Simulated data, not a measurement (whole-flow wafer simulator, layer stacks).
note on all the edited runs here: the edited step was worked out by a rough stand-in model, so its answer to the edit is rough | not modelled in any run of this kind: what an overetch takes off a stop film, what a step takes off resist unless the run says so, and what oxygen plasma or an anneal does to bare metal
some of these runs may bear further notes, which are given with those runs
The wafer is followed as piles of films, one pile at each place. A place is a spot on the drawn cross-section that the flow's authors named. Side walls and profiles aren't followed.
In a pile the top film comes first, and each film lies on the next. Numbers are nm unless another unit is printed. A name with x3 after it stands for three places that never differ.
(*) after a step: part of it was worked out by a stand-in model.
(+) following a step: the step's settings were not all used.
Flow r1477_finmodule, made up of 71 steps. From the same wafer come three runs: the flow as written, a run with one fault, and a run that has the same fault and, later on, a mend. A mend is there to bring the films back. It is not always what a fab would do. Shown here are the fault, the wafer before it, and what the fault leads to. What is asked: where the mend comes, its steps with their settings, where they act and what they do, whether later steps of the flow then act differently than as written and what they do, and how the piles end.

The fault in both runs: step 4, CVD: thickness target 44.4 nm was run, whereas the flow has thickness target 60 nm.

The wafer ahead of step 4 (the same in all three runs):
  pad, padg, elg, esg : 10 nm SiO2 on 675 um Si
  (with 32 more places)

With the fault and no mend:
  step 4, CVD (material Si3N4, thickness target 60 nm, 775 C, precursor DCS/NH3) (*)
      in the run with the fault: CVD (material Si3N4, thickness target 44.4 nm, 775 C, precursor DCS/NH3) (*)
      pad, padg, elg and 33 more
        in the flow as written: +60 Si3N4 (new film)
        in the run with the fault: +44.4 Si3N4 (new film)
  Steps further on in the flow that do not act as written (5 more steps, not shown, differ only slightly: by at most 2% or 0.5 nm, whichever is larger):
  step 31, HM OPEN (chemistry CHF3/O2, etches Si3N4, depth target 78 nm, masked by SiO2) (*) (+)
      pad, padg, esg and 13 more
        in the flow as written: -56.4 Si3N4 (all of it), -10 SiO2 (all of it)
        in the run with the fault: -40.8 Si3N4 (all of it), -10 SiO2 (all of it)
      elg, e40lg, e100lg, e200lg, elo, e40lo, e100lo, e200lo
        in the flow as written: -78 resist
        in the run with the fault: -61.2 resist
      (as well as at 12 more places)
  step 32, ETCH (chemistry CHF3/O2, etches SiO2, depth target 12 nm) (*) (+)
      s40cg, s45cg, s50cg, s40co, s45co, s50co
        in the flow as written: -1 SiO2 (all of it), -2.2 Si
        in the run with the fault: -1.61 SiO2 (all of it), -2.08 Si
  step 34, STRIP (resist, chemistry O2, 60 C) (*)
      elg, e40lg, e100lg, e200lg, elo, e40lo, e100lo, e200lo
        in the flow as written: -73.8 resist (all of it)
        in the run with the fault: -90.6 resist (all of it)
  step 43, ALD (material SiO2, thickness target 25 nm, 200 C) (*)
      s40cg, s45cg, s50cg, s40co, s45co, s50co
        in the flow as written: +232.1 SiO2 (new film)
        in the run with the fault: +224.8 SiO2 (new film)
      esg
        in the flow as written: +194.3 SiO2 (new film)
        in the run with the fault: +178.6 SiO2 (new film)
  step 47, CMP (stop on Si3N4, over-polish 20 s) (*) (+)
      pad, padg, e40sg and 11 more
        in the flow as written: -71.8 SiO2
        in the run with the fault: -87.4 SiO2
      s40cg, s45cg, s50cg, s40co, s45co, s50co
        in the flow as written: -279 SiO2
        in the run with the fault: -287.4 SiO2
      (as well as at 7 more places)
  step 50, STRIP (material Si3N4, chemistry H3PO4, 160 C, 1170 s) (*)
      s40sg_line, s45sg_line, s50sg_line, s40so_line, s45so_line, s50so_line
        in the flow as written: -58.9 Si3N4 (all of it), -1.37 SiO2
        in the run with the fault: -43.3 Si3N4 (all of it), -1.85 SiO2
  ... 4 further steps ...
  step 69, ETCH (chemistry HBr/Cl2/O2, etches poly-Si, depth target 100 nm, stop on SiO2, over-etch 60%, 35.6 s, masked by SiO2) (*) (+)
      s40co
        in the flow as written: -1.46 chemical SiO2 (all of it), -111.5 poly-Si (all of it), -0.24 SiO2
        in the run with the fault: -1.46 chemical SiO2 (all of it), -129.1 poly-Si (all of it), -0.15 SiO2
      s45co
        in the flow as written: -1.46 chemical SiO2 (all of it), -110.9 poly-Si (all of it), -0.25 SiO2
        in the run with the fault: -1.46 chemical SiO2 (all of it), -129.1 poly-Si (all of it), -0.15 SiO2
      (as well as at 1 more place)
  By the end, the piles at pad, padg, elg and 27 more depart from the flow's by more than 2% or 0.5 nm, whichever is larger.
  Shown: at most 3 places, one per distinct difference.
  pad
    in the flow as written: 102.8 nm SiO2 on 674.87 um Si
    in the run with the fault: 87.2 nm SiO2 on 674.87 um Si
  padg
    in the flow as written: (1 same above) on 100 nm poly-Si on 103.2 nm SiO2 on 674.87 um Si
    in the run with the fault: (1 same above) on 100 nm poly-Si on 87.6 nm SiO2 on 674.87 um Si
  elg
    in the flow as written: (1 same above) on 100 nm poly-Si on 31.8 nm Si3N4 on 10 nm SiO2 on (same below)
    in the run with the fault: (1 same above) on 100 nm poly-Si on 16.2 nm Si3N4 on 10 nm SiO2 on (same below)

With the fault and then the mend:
  The mend follows step 5.
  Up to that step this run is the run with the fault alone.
  step 5a, CVD (material Si3N4, thickness target 15.6 nm, 775 C, precursor DCS/NH3) (*) (the flow's step 4 again, with other settings)
      pad, padg, elg and 33 more
        +15.6 Si3N4
  Later steps of the flow that are run all act as written at every place that is followed.
  By the end, the piles equal the flow's at every place that both follow.
